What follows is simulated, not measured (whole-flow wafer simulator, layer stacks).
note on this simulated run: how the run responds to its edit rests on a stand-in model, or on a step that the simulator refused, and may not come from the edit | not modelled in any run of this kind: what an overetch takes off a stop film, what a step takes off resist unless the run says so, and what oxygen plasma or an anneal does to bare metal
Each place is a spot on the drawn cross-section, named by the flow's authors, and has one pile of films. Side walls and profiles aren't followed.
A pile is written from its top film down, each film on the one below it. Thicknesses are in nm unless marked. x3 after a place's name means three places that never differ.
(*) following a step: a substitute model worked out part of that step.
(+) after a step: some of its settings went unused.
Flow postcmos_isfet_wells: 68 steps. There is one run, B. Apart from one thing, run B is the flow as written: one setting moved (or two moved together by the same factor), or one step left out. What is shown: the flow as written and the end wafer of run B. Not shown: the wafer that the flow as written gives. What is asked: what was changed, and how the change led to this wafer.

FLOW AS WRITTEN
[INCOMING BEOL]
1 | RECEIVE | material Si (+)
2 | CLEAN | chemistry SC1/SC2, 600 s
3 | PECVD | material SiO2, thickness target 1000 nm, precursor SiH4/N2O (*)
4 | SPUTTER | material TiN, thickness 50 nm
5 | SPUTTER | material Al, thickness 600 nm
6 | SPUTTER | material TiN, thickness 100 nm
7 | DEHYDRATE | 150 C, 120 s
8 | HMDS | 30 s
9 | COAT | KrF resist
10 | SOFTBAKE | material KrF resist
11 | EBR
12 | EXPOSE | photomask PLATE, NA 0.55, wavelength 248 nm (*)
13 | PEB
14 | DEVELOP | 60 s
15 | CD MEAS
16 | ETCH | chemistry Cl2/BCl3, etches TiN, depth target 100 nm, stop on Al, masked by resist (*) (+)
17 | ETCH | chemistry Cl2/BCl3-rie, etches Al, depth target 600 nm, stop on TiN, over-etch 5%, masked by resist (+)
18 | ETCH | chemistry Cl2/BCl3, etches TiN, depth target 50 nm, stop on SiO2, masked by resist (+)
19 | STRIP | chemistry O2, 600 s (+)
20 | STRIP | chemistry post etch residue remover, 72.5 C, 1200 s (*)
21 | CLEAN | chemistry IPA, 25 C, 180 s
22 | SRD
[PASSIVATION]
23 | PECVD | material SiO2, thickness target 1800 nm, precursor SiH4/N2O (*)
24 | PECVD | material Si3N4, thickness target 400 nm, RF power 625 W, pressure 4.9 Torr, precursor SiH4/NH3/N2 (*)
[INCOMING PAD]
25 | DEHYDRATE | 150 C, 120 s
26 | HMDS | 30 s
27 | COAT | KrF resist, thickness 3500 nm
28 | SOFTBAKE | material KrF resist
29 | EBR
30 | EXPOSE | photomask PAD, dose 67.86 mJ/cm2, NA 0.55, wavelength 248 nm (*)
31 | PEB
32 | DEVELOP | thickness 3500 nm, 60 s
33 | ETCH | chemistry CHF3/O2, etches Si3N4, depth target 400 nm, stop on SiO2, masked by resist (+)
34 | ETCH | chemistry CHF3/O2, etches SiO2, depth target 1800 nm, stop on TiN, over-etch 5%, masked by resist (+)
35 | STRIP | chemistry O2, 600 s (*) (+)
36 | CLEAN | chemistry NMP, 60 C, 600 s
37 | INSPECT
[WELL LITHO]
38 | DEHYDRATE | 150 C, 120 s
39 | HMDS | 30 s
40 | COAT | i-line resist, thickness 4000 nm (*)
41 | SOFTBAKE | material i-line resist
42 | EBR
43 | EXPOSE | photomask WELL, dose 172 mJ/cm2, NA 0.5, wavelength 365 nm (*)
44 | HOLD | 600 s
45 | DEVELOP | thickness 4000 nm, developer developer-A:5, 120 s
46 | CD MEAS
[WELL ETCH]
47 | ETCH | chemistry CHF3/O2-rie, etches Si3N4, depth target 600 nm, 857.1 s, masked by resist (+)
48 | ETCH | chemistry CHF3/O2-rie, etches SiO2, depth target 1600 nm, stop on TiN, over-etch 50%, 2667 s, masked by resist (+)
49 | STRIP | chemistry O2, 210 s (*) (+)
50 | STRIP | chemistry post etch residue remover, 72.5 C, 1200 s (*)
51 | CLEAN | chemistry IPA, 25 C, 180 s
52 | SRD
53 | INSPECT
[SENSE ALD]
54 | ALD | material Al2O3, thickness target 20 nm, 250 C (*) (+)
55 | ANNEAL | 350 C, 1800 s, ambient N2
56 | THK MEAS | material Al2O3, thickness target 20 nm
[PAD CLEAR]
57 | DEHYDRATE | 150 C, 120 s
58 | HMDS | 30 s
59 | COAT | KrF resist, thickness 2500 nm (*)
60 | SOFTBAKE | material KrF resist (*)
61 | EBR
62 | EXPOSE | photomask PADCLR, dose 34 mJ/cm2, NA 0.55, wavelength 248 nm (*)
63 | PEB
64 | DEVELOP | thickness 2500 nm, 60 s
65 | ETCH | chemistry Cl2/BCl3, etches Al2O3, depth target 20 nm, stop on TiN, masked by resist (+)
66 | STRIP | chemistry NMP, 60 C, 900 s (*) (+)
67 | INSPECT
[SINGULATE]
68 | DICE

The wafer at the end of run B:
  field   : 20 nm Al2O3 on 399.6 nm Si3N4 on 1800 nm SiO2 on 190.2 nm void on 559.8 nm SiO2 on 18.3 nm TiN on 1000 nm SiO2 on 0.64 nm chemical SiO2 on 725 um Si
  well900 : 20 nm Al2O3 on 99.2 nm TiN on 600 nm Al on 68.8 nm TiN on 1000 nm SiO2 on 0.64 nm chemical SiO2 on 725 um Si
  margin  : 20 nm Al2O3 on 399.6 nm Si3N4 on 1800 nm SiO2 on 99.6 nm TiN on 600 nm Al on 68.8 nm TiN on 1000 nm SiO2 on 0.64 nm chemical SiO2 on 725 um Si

Cause: step 4, SPUTTER: thickness 68.75 nm was run, though the flow has thickness 50 nm.
One can read it off the wafer: well900 has TiN 68.8, and step 4 as written asks for 50 nm.

How this came from the change, step by step:
  4 | SPUTTER | material TiN, thickness 50 nm
      field, margin, well900, well1300 x3, pad_rim, pad_clr, pad_open: TiN gains 68.8 (new film) (it would be, as written: TiN gains 50 (new film))
  18 | ETCH | chemistry Cl2/BCl3, etches TiN, depth target 50 nm, stop on SiO2, masked by resist (+)
      field: TiN loses 50 (it would be, as written: TiN loses 50 (all of it))
  23 | PECVD | material SiO2, thickness target 1800 nm, precursor SiH4/N2O (*)
      field: SiO2 gains 1800 (new film), void gains 190.2 (new film), SiO2 gains 559.8 (new film) (it would be, as written: SiO2 gains 1800 (new film), void gains 189.9 (new film), SiO2 gains 559.7)
If metal films that touch count as one body, field has 1 body; the flow as written gives 0 bodies.
